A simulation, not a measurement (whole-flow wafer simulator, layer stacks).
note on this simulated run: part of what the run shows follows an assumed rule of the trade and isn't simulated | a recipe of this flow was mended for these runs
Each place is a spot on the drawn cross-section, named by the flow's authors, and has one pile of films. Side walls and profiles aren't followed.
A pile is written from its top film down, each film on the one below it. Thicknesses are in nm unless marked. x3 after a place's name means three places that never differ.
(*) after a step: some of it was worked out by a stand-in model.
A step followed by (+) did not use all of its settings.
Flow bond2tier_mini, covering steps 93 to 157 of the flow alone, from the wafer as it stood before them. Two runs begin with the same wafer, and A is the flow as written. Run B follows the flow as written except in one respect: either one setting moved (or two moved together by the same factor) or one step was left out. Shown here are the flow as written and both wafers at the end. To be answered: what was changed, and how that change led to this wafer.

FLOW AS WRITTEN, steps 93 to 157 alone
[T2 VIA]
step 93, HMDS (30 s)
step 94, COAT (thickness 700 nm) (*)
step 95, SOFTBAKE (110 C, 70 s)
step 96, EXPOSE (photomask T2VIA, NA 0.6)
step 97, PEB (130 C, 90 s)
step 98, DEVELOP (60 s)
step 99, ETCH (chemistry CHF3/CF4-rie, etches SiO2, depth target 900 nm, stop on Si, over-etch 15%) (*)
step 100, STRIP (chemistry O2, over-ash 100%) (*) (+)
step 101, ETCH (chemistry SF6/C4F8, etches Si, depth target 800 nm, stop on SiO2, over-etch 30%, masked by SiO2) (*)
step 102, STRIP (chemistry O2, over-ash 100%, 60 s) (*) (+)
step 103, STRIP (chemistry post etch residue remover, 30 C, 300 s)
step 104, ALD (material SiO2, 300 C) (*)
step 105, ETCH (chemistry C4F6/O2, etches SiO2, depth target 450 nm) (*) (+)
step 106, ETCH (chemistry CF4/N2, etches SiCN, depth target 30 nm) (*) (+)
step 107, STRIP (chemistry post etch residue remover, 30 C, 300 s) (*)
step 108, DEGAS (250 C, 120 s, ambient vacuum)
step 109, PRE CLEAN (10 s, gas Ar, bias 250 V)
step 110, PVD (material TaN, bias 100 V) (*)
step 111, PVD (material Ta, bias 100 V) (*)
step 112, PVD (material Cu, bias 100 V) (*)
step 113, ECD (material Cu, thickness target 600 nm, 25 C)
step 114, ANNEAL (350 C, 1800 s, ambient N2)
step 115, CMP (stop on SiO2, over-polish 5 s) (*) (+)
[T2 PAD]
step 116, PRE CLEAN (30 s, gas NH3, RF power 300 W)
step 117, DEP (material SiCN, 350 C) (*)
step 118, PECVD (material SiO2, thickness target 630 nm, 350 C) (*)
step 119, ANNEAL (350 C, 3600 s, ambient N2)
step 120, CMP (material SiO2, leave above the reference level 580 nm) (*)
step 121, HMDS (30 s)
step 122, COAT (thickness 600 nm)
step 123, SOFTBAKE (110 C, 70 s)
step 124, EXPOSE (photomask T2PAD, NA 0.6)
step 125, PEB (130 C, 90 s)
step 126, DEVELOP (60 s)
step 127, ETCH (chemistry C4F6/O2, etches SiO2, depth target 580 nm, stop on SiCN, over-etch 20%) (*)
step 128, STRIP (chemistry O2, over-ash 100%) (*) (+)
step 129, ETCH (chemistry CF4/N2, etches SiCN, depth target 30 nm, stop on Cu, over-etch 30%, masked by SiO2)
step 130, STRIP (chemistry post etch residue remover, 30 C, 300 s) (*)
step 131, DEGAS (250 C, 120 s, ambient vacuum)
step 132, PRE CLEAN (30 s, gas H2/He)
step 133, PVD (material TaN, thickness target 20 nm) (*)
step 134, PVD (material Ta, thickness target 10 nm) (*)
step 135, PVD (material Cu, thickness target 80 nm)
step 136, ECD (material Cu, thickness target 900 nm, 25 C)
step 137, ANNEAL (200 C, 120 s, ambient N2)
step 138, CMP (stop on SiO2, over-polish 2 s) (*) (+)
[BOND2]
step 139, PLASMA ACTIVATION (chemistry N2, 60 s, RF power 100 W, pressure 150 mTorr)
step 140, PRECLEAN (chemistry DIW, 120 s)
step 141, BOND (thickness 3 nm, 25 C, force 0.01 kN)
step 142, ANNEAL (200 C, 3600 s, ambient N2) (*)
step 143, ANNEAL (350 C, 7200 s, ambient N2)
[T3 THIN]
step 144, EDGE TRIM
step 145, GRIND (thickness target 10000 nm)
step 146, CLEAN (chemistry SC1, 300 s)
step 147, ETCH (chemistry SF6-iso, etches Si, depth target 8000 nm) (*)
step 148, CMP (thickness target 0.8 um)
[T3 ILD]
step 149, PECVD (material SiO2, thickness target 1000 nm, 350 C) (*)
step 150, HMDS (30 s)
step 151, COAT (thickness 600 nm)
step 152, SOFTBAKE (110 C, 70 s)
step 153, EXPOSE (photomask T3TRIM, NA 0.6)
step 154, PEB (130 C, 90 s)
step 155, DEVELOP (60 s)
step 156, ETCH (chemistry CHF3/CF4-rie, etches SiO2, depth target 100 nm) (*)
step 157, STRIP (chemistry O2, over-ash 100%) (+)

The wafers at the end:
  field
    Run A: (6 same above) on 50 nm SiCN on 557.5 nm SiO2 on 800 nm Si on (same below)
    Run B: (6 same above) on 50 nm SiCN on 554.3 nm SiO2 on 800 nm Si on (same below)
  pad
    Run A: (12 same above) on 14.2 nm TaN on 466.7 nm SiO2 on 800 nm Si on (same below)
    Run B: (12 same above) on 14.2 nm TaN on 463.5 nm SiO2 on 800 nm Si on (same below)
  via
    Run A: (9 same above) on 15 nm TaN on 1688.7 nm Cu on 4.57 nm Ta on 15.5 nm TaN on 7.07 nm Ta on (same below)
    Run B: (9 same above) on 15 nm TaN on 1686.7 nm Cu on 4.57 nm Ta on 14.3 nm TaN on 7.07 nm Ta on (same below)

The reason: step 106, ETCH: depth target 34.8 nm was run, though the flow has depth target 30 nm.

Step by step, how the change led to this:
  step 106, ETCH (chemistry CF4/N2, etches SiCN, depth target 30 nm) (*) (+)
      field, pad: A SiO2 loses 20 | B SiO2 loses 23.2
      via: A SiCN loses 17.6 (all of it), TaN loses 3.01 | B SiCN loses 17.6 (all of it), TaN loses 4.18
